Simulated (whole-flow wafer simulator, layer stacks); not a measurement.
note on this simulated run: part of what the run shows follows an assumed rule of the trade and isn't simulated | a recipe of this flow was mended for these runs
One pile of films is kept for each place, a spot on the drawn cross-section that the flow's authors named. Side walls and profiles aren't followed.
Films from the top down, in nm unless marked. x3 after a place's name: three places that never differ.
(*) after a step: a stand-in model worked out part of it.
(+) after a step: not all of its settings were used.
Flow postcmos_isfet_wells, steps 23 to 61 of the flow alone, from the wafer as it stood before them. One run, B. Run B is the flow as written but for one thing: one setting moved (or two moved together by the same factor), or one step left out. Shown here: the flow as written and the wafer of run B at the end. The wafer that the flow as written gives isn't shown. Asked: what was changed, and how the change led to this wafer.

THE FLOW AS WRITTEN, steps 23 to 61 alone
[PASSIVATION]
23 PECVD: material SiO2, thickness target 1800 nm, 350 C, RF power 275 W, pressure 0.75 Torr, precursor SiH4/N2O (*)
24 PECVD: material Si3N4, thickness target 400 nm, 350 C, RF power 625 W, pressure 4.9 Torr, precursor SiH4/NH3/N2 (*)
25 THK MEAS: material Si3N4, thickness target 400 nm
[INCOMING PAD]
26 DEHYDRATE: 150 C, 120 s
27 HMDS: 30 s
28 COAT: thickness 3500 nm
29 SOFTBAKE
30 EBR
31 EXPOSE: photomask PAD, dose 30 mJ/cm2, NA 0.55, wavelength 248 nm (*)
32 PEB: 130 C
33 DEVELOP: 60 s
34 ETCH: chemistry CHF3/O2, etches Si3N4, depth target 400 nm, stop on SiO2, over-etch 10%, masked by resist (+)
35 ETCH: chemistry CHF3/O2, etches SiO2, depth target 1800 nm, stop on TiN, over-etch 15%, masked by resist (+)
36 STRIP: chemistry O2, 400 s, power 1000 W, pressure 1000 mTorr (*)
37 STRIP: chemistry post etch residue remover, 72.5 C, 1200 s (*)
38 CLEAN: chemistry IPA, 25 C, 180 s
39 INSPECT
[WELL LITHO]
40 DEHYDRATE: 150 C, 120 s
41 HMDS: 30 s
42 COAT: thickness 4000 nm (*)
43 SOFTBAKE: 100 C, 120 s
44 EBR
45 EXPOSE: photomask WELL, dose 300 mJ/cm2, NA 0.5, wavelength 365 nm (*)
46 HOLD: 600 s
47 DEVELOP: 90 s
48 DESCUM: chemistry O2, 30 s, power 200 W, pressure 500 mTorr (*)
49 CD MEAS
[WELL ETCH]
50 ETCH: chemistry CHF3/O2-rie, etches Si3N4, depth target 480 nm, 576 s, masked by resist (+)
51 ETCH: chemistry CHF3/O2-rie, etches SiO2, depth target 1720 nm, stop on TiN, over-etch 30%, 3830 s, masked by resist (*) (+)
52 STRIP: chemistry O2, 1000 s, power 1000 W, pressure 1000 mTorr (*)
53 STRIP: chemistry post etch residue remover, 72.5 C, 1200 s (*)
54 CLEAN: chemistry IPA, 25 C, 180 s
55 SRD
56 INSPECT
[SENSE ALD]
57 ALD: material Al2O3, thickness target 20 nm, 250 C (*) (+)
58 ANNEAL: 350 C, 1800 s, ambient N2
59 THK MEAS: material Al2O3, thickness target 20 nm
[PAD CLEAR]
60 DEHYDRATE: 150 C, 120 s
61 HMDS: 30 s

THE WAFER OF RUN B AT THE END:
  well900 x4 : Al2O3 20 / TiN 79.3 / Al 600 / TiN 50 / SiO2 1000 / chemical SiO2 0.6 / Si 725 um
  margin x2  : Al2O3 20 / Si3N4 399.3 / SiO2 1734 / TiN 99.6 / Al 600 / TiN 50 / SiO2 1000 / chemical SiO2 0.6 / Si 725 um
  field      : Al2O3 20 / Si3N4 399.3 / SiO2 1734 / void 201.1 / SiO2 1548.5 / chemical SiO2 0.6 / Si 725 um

The cause: step 23, PECVD: thickness target 1734 nm was run, where the flow has thickness target 1800 nm.
It can be read off the wafer: margin x2 has SiO2 1734, and step 23 as written asks for 1800 nm.

How the change led to this, step by step:
  23 PECVD: material SiO2, thickness target 1800 nm, 350 C, RF power 275 W, pressure 0.75 Torr, precursor SiH4/N2O (*)
      margin x2, well900 x4, pad_clr, pad_open: SiO2 +1734 (new film) (as written it would be: SiO2 +1800 (new film))
      field: SiO2 +1734 (new film), void +201.1 (new film), SiO2 +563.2 (as written it would be: SiO2 +1800 (new film), void +201.1 (new film), SiO2 +563.2)
  35 ETCH: chemistry CHF3/O2, etches SiO2, depth target 1800 nm, stop on TiN, over-etch 15%, masked by resist (+)
      field, margin x2, well900 x4, pad_clr: thick-KrF-resist -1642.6 (as written it would be: thick-KrF-resist -1705.8)
      pad_open: SiO2 -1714 (all of it), TiN -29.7 (as written it would be: SiO2 -1780 (all of it), TiN -24.2)
  36 STRIP: chemistry O2, 400 s, power 1000 W, pressure 1000 mTorr (*)
      field, margin x2, well900 x4, pad_clr: thick-KrF-resist -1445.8 (all of it) (as written it would be: thick-KrF-resist -1382.5 (all of it))
  43 SOFTBAKE: 100 C, 120 s
      pad_clr: thick-g/i-line-resist -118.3 (as written it would be: thick-g/i-line-resist -123)
      pad_open: thick-g/i-line-resist +71.4 (as written it would be: thick-g/i-line-resist +73)
  51 ETCH: chemistry CHF3/O2-rie, etches SiO2, depth target 1720 nm, stop on TiN, over-etch 30%, 3830 s, masked by resist (*) (+)
      well900 x4: SiO2 -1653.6 (all of it), TiN -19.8 (as written it would be: SiO2 -1719.6 (all of it), TiN -20.6)
